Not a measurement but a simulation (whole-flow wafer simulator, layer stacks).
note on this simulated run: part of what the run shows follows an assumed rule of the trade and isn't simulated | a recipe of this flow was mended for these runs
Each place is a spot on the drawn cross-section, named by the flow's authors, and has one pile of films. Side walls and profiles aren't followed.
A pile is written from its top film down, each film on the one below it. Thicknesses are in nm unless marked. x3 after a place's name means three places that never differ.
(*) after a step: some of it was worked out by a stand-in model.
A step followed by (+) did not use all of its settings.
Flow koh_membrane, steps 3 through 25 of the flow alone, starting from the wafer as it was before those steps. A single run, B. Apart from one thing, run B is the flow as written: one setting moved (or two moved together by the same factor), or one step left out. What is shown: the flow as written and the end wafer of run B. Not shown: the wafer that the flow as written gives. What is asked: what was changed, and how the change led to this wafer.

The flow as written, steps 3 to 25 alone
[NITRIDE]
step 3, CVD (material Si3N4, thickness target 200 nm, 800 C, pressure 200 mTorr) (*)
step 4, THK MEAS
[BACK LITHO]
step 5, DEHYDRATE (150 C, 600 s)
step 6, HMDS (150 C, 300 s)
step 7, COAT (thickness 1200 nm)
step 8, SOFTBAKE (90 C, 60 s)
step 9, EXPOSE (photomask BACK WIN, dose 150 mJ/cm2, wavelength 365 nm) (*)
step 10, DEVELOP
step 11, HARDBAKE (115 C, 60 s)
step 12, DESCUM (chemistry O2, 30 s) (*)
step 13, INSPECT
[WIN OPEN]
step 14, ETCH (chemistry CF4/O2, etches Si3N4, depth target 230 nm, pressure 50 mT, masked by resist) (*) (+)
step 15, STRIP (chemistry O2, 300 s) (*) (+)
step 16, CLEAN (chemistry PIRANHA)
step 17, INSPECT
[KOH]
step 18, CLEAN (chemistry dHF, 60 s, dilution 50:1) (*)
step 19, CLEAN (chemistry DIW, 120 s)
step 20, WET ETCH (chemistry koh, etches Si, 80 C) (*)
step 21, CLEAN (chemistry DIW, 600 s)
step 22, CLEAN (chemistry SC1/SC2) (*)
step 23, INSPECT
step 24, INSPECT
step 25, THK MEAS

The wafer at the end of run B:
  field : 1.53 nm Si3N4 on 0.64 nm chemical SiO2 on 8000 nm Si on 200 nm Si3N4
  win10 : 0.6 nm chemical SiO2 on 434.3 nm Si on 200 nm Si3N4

The reason: step 3, CVD: 605 C was run, whereas the flow has 800 C.

Step by step, how the change led to this:
  step 3, CVD (material Si3N4, thickness target 200 nm, 800 C, pressure 200 mTorr) (*)
      field, win20 x4, win10: Si3N4 gains 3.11 (new film) (in the flow as written it would be: Si3N4 gains 200 (new film))
  step 14, ETCH (chemistry CF4/O2, etches Si3N4, depth target 230 nm, pressure 50 mT, masked by resist) (*) (+)
      win20 x4, win10: Si3N4 loses 3.11 (all of it), chemical SiO2 loses 0.64 (all of it), Si loses 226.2 (in the flow as written it would be: Si3N4 loses 200 (all of it), chemical SiO2 loses 0.64 (all of it), Si loses 29.4)
  step 20, WET ETCH (chemistry koh, etches Si, 80 C) (*)
      win20 x4: Si loses 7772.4 (all of it) (in the flow as written it would be: Si loses 7969.3 (all of it))
